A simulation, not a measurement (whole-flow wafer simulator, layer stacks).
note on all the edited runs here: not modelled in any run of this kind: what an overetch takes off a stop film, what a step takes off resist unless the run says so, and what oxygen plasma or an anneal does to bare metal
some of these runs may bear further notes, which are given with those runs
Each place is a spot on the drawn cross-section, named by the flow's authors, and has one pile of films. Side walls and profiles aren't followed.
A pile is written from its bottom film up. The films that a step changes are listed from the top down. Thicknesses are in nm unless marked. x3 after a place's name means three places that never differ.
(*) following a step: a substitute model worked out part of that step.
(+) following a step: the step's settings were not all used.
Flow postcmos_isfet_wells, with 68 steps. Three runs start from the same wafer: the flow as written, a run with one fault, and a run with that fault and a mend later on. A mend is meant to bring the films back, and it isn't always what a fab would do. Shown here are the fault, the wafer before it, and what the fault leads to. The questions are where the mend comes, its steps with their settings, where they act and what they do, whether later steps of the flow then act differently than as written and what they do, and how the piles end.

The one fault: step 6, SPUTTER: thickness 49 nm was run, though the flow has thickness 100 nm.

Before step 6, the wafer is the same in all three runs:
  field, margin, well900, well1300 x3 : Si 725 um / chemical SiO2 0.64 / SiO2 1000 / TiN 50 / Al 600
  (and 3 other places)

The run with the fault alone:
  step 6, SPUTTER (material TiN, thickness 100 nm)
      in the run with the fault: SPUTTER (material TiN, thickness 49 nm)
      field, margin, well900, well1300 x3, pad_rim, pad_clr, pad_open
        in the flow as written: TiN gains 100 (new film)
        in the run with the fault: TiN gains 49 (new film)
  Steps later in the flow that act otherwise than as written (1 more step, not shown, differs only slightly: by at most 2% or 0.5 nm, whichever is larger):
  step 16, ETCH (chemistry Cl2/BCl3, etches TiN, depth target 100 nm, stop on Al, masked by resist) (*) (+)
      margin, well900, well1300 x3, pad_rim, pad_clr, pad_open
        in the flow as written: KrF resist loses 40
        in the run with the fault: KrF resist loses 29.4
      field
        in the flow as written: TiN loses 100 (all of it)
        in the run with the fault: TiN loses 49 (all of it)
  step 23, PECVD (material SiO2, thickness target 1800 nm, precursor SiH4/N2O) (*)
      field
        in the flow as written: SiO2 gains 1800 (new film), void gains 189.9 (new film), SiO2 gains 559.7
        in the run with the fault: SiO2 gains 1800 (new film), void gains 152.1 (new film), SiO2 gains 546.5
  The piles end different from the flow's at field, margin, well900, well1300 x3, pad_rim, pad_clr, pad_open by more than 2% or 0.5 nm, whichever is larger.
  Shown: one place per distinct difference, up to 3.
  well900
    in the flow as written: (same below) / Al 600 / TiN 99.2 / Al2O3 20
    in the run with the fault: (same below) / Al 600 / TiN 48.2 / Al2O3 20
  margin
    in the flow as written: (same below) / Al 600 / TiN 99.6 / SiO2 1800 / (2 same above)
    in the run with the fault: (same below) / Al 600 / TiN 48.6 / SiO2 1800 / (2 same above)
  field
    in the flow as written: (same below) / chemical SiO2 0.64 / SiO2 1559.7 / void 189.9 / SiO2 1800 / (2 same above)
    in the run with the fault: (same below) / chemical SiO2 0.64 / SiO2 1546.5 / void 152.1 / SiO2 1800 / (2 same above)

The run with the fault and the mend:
  The mend stands after step 15.
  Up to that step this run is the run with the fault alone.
  step 15a, STRIP (chemistry O2, 600 s) (+)
      margin, well900, well1300 x3, pad_rim, pad_clr, pad_open
        KrF resist loses 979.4 (all of it)
  step 15b, SPUTTER (material TiN, thickness 51 nm) (the flow's step 6 again, with other settings)
      field, margin, well900, well1300 x3, pad_rim, pad_clr, pad_open
        TiN gains 51
  step 15c, HMDS (30 s) (the flow's step 8 again)
      does not change any film at any place that is followed
  step 15d, COAT (KrF resist) (the flow's step 9 again)
      field, margin, well900, well1300 x3, pad_rim, pad_clr, pad_open
        KrF resist gains 1000 (new film)
  step 15e, SOFTBAKE (material KrF resist) (the flow's step 10 again)
      does not change any film at any place that is followed
  step 15f, EBR (the flow's step 11 again)
      does not change any film at any place that is followed
  step 15g, EXPOSE (photomask PLATE, NA 0.55, wavelength 248 nm) (*) (the flow's step 12 again)
      does not change any film at any place that is followed
  step 15h, PEB (the flow's step 13 again)
      field, margin, well900, well1300 x3, pad_rim, pad_clr, pad_open
        KrF resist loses 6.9
  step 15i, DEVELOP (60 s) (the flow's step 14 again)
      margin, well900, well1300 x3, pad_rim, pad_clr, pad_open
        KrF resist loses 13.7
      field
        KrF resist loses 993.1 (all of it)
  None of the later steps of the flow acts differently than as written at any place that is followed.
  By the end, the piles equal the flow's at every place that both follow.
